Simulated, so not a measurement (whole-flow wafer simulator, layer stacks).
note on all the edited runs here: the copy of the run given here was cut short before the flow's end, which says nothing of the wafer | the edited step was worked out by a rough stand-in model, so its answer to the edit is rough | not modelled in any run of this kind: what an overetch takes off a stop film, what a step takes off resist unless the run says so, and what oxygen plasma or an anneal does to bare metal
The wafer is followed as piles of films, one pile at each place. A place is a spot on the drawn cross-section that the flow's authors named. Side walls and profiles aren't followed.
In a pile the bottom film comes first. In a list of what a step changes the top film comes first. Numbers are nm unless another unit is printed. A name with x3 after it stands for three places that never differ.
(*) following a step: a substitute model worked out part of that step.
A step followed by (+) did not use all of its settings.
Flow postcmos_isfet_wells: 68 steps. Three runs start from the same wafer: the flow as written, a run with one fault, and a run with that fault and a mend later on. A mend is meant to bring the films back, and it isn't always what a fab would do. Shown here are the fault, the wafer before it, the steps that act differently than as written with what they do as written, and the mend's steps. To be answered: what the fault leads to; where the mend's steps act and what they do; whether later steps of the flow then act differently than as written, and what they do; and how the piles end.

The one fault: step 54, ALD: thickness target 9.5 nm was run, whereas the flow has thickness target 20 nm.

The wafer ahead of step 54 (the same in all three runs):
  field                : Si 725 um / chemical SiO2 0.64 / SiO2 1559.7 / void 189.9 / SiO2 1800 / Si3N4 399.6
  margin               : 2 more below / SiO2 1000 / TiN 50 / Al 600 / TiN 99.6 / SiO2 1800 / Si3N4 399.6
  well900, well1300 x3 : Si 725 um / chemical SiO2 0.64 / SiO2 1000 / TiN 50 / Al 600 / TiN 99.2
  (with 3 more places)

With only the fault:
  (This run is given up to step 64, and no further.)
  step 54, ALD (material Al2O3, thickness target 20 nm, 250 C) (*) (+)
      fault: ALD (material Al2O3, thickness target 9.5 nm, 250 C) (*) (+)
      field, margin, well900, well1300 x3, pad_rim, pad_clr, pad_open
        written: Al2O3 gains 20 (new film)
        fault: Al2O3 gains 9.5 (new film)
  None of the later steps of the flow up to step 64 differs from how it acts as written, at any place that is followed, by more than 2% or 0.5 nm, whichever is larger.
  After step 64, at field, margin, pad_rim, pad_clr, pad_open, the piles differ from the flow's by more than 2% or 0.5 nm, whichever is larger.
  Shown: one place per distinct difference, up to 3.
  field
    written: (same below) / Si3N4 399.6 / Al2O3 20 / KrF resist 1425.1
    fault: (same below) / Si3N4 399.6 / Al2O3 9.5 / KrF resist 1399.8
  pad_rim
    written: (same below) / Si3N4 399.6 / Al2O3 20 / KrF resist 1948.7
    fault: (same below) / Si3N4 399.6 / Al2O3 9.5 / KrF resist 1947.7
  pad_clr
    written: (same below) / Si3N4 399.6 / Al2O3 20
    fault: (same below) / Si3N4 399.6 / Al2O3 9.5

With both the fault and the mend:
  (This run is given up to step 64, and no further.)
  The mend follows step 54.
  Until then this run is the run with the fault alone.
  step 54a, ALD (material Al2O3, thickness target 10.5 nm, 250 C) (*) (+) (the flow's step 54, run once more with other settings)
      field, margin, well900, well1300 x3, pad_rim, pad_clr, pad_open
        Al2O3 gains 10.5
  None of the later steps of the flow up to step 64 acts differently than as written at any place that is followed.
  The piles after step 64 are the same as the flow's at every place that both follow.
